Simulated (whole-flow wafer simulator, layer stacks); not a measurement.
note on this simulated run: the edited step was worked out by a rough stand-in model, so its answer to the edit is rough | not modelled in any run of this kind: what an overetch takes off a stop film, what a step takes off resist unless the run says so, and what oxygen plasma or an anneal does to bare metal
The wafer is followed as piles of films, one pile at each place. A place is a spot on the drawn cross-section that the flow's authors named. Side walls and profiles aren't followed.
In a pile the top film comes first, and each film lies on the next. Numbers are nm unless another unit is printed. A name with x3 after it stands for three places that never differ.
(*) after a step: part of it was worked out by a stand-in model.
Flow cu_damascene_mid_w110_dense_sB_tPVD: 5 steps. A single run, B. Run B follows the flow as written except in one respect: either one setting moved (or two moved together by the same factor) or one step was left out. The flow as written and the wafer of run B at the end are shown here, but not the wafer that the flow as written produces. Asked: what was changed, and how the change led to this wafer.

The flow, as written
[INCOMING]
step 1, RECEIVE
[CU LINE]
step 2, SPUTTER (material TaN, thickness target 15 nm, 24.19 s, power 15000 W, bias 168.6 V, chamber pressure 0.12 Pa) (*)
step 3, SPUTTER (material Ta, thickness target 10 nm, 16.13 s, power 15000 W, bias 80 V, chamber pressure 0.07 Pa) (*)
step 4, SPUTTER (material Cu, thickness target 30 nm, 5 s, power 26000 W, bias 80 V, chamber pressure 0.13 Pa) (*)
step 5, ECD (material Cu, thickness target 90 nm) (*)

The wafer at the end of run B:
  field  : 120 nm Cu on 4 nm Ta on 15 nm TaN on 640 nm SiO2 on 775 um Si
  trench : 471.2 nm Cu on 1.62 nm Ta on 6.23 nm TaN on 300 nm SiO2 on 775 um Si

What caused this: step 3, SPUTTER: thickness target 4 nm was run, though the flow has thickness target 10 nm.
One can read it off the wafer: field has Ta 4, and step 3 as written asks for 10 nm.

How this came from the change, step by step:
  step 3, SPUTTER (material Ta, thickness target 10 nm, 16.13 s, power 15000 W, bias 80 V, chamber pressure 0.07 Pa) (*)
      field: +4 Ta (new film) (in the flow as written it would be: +10 Ta (new film))
      trench: +1.62 Ta (new film) (in the flow as written it would be: +4.05 Ta (new film))
